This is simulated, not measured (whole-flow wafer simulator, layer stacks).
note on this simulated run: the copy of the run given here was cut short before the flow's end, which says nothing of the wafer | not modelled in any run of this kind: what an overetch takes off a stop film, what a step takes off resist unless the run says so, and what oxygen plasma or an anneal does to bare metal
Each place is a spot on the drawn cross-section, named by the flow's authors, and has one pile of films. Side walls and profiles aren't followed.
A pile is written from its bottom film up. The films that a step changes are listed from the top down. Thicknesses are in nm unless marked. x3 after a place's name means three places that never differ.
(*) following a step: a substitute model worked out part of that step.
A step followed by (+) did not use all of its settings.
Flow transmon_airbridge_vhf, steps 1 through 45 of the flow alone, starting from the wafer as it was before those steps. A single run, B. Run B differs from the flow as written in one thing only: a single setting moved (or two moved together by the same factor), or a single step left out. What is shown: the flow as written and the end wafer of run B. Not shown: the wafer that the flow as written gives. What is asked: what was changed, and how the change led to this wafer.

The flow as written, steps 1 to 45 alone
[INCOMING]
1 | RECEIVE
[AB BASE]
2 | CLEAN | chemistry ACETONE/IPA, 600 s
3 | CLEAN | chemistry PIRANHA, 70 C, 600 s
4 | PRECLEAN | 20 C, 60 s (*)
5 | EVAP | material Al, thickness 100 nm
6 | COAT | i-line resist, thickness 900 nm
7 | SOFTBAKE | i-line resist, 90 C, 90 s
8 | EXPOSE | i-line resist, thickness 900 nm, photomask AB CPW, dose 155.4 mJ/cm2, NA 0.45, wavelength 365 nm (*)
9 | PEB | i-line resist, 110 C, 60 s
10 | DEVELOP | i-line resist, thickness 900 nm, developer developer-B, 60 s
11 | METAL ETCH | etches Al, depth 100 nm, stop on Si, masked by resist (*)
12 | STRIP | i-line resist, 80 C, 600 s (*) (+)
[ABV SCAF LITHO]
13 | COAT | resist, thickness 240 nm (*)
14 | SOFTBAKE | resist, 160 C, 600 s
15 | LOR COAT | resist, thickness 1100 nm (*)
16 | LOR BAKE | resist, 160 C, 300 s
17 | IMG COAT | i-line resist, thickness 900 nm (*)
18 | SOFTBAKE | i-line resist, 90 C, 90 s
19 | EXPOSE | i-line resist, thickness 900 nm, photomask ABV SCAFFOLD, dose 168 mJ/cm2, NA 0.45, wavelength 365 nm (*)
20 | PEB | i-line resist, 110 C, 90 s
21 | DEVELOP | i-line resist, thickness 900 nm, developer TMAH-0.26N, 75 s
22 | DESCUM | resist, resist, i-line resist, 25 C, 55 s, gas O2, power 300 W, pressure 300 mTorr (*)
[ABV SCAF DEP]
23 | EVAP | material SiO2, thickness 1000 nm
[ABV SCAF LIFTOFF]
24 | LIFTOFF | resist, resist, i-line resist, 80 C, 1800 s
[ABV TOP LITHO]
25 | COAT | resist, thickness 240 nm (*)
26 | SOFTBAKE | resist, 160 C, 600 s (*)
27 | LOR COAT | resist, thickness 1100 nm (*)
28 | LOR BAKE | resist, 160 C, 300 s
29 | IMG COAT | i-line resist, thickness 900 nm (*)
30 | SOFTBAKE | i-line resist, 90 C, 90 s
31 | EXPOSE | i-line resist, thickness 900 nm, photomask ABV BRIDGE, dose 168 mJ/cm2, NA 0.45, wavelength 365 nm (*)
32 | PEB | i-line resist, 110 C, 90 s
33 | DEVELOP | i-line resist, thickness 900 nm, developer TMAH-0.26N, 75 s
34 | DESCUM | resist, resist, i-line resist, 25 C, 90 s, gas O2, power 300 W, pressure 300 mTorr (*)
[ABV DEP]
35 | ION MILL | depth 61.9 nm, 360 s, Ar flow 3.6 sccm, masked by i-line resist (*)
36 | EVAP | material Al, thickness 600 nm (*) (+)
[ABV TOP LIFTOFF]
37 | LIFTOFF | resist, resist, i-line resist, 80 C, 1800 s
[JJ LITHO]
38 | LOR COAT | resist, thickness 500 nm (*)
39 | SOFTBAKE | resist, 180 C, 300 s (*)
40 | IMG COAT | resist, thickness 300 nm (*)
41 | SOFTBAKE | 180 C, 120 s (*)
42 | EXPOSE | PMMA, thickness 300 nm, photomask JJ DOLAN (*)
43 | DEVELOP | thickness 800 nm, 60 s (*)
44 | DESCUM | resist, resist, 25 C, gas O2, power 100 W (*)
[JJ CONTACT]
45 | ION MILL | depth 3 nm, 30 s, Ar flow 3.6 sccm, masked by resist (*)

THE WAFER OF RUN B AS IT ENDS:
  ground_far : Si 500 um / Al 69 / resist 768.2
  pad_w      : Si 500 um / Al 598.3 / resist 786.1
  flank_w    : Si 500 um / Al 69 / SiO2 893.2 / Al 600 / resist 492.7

What caused this: step 5, EVAP: thickness 69 nm was run, whereas the flow has thickness 100 nm.
One can read it off the wafer: ground_far has Al 69, and step 5 as written asks for 100 nm.

The path from the change to this, step by step:
  5 | EVAP | material Al, thickness 100 nm
      field x3, jj_line, ground_far and 12 more: +69 Al (new film) (in the flow as written it would be: +100 Al (new film))
  11 | METAL ETCH | etches Al, depth 100 nm, stop on Si, masked by resist (*)
      field x3, jj_line, gap_w, gap_e: -69 Al (all of it) (in the flow as written it would be: -100 Al (all of it))
  13 | COAT | resist, thickness 240 nm (*)
      flank_w, flank_e: +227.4 resist (new film) (in the flow as written it would be: +222.3 resist (new film))
  22 | DESCUM | resist, resist, i-line resist, 25 C, 55 s, gas O2, power 300 W, pressure 300 mTorr (*)
      flank_w, flank_e: -227.4 resist (all of it) (in the flow as written it would be: -222.3 resist (all of it))
  40 | IMG COAT | resist, thickness 300 nm (*)
      flank_w, flank_e: +216.5 resist (in the flow as written it would be: +212.1 resist)
